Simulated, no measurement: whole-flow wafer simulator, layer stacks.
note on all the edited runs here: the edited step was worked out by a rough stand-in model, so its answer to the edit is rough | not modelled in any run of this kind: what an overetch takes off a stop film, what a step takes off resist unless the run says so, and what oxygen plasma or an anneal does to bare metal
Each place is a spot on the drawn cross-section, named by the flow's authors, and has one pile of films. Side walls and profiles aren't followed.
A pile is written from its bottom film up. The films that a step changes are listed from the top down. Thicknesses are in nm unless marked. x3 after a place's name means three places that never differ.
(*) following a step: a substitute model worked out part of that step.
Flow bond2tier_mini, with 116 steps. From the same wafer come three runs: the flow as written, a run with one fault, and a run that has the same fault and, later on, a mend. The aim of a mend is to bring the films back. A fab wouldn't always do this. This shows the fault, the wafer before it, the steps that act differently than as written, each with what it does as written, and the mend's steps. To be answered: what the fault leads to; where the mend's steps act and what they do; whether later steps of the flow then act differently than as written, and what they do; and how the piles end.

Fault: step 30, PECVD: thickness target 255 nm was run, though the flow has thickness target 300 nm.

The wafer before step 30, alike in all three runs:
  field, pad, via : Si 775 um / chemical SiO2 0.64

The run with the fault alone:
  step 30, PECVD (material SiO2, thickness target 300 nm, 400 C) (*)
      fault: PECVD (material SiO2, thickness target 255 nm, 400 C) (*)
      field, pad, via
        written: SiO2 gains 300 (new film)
        fault: SiO2 gains 255 (new film)
  None of the later steps of the flow acts differently than as written at any place that is followed.
  At field, pad, the piles at the end differ from the flow's by more than 2% or 0.5 nm, whichever is larger.
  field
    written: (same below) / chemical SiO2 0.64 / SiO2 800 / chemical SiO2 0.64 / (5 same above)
    fault: (same below) / chemical SiO2 0.64 / SiO2 755 / chemical SiO2 0.64 / (5 same above)
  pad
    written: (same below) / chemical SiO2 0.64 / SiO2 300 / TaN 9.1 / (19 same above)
    fault: (same below) / chemical SiO2 0.64 / SiO2 255 / TaN 9.1 / (19 same above)

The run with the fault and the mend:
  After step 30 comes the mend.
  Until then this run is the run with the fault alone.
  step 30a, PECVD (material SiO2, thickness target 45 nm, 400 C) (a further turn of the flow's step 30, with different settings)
      field, pad, via
        SiO2 gains 45
  None of the later steps of the flow acts differently than as written at any place that is followed.
  By the end, the piles equal the flow's at every place that both follow.
